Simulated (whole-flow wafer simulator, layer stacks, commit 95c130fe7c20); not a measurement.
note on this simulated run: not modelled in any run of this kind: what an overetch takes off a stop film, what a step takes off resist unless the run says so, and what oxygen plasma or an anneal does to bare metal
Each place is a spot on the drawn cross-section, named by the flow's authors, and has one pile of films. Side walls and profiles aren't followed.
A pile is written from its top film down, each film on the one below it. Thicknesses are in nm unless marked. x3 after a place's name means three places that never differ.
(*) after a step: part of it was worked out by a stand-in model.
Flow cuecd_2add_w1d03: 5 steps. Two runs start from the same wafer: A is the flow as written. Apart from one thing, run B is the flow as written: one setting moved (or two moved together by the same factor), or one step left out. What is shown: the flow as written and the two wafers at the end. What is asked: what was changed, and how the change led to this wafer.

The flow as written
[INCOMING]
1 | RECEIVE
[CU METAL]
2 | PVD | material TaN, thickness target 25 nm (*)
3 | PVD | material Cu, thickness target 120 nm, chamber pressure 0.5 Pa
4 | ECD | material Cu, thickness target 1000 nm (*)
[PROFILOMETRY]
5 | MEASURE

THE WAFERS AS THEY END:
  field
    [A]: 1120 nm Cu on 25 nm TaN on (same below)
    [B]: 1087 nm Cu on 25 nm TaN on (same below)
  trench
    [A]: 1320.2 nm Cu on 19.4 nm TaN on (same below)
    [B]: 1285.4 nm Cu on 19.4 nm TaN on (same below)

The reason: step 3, PVD: thickness target 87 nm was run, whereas the flow has thickness target 120 nm.

Step by step, how the change led to this:
  3 | PVD | material Cu, thickness target 120 nm, chamber pressure 0.5 Pa
      field: A Cu gains 120 (new film) | B Cu gains 87 (new film)
      trench: A Cu gains 93.4 (new film) | B Cu gains 67.8 (new film)
